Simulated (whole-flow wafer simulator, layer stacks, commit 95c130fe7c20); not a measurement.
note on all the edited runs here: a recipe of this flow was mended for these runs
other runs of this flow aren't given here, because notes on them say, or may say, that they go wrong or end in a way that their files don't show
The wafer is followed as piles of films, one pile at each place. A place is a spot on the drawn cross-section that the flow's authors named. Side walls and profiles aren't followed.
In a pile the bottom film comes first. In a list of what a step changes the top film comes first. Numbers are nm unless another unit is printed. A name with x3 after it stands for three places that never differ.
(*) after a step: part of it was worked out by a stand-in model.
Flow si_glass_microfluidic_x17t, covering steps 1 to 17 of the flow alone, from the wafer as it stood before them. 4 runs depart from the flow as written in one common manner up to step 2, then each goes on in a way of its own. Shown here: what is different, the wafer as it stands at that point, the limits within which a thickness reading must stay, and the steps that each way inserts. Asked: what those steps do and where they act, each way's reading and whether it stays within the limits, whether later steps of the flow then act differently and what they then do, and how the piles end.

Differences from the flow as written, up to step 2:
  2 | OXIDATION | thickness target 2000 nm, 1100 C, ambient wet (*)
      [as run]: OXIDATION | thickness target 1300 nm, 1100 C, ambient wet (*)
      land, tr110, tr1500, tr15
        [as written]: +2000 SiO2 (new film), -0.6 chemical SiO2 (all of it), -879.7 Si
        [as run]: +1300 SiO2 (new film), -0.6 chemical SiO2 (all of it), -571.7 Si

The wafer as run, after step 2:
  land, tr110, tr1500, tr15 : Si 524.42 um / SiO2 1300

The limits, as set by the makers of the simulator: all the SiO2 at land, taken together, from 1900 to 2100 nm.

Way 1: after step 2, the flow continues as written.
  After step 2, the reading is 1300 nm, outside the limits.
  Steps later in the flow that act otherwise than as written:
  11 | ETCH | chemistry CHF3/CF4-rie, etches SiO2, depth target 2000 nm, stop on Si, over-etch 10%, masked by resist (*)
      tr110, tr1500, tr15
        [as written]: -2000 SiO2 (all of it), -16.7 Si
        [this way]: -1300 SiO2 (all of it), -75 Si
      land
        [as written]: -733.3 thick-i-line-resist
        [this way]: -476.7 thick-i-line-resist
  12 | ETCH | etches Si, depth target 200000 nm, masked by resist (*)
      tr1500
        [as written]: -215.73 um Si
        [this way]: -215.68 um Si
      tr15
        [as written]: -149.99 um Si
        [this way]: -150.13 um Si
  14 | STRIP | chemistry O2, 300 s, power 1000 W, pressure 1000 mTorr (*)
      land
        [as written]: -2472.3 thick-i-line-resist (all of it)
        [this way]: -2729.7 thick-i-line-resist (all of it)
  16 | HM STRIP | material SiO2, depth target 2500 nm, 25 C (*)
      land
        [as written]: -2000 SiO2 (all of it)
        [this way]: -1300 SiO2 (all of it)
  The piles end only slightly different from the flow's at the places that both follow, by no more than 2% or 0.5 nm, whichever is larger.

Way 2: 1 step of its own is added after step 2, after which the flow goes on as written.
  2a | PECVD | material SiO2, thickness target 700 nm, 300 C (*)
      land, tr110, tr1500, tr15
        +700 SiO2
  After step 2a, the reading is 2000 nm, within the limits.
  Every later step of the flow that is run acts as written at every place that is followed.
  The piles end only slightly different from the flow's at the places that both follow, by no more than 2% or 0.5 nm, whichever is larger.

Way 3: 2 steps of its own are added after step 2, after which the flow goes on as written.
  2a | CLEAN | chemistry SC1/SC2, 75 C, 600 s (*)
      land, tr110, tr1500, tr15
        -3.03 SiO2
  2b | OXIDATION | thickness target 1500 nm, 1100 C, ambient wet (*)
      land, tr110, tr1500, tr15
        +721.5 SiO2, -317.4 Si
  After step 2b, the reading is 2018.4 nm, within the limits.
  Steps later in the flow that act otherwise than as written (1 more step, not shown, differs only slightly: by at most 2% or 0.5 nm, whichever is larger):
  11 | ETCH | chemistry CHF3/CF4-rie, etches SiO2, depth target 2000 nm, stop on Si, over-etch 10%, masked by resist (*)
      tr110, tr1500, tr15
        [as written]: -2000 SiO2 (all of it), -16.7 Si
        [this way]: -2018.4 SiO2 (all of it), -15.1 Si
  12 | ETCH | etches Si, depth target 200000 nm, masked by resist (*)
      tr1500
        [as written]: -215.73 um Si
        [this way]: -215.74 um Si
  The piles end only slightly different from the flow's at the places that both follow, by no more than 2% or 0.5 nm, whichever is larger.

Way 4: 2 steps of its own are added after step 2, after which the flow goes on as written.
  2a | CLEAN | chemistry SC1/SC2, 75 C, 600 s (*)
      land, tr110, tr1500, tr15
        -3.03 SiO2
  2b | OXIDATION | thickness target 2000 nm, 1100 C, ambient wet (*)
      land, tr110, tr1500, tr15
        +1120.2 SiO2, -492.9 Si
  After step 2b, the reading is 2417.1 nm, outside the limits.
  Steps later in the flow that act otherwise than as written (1 more step, not shown, differs only slightly: by at most 2% or 0.5 nm, whichever is larger):
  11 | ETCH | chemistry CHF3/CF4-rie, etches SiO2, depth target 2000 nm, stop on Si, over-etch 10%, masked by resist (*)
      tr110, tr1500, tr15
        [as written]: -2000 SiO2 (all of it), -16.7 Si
        [this way]: -2200 SiO2
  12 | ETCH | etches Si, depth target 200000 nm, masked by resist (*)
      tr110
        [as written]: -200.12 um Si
        [this way]: -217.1 SiO2 (all of it), -167.55 um Si
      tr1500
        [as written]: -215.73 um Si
        [this way]: -217.1 SiO2 (all of it), -180.67 um Si
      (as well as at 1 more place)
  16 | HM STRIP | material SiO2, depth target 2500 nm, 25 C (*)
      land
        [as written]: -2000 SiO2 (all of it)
        [this way]: -2417.1 SiO2 (all of it)
  The piles end different from the flow's at tr110, tr1500, tr15 by more than 2% or 0.5 nm, whichever is larger.
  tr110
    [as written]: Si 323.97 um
    [this way]: Si 356.38 um
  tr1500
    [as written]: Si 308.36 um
    [this way]: Si 343.26 um
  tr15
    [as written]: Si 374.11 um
    [this way]: Si 398.47 um

Inside the limits: way 2, way 3. Outside the limits: way 1, way 4.
